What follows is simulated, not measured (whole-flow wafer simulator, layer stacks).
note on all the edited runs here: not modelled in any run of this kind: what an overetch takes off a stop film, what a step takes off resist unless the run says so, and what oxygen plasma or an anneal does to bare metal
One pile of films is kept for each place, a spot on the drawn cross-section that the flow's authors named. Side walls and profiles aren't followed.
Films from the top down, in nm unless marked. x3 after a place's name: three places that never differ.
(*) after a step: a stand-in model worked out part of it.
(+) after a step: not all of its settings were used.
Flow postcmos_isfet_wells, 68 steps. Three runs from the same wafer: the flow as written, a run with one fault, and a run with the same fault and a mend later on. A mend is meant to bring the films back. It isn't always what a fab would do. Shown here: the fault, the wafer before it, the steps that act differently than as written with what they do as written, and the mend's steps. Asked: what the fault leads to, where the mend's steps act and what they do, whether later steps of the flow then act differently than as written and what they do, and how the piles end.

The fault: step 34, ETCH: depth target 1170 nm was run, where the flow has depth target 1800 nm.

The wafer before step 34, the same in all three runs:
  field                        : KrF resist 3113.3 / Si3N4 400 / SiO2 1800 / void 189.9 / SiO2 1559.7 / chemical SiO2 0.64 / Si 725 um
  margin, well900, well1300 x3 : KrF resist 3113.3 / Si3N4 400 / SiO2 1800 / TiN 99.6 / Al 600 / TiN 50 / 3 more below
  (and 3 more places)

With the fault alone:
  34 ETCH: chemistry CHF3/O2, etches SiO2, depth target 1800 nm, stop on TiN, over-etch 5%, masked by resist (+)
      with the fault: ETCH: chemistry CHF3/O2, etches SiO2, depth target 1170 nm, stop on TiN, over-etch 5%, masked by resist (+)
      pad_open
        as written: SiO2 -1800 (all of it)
        with the fault: SiO2 -1170
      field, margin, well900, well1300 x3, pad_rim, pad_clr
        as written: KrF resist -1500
        with the fault: KrF resist -975
  Later steps of the flow that act differently than as written (1 more step differs only slightly, by at most 2% or 0.5 nm, whichever is larger, and isn't shown):
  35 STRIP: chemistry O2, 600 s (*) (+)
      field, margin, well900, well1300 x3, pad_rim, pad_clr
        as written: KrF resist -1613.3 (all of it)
        with the fault: KrF resist -2138.3 (all of it)
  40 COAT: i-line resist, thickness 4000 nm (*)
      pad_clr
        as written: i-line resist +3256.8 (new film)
        with the fault: i-line resist +3456.9 (new film)
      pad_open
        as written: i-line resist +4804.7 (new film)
        with the fault: i-line resist +4577.5 (new film)
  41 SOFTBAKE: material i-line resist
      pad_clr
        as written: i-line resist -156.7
        with the fault: i-line resist -97.2
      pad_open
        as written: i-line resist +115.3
        with the fault: i-line resist +85.8
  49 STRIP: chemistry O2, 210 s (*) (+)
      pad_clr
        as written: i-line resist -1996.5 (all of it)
        with the fault: i-line resist -2256.1 (all of it)
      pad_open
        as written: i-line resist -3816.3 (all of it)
        with the fault: i-line resist -3559.7 (all of it)
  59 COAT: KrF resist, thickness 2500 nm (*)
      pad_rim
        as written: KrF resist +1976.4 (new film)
        with the fault: KrF resist +2123.2 (new film)
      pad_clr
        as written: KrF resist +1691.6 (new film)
        with the fault: KrF resist +1908.9 (new film)
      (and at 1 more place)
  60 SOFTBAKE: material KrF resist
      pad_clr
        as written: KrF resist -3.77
        with the fault: KrF resist -3.15
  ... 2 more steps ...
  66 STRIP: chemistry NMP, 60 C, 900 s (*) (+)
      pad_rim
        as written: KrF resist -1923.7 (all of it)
        with the fault: KrF resist -2069.2 (all of it)
  At the end the piles differ from the flow's by more than 2% or 0.5 nm, whichever is larger, at pad_open.
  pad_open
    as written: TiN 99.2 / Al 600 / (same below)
    with the fault: SiO2 630 / TiN 99.6 / Al 600 / (same below)

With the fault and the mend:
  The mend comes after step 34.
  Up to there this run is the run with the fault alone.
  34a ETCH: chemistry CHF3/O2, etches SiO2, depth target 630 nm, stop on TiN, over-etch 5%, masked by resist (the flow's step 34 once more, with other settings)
      field, margin, well900, well1300 x3, pad_rim, pad_clr
        KrF resist -525
      pad_open
        SiO2 -630 (all of it)
  No later step of the flow acts differently than as written at any place that is followed.
  At the end the piles are the same as the flow's at every place that both follow.
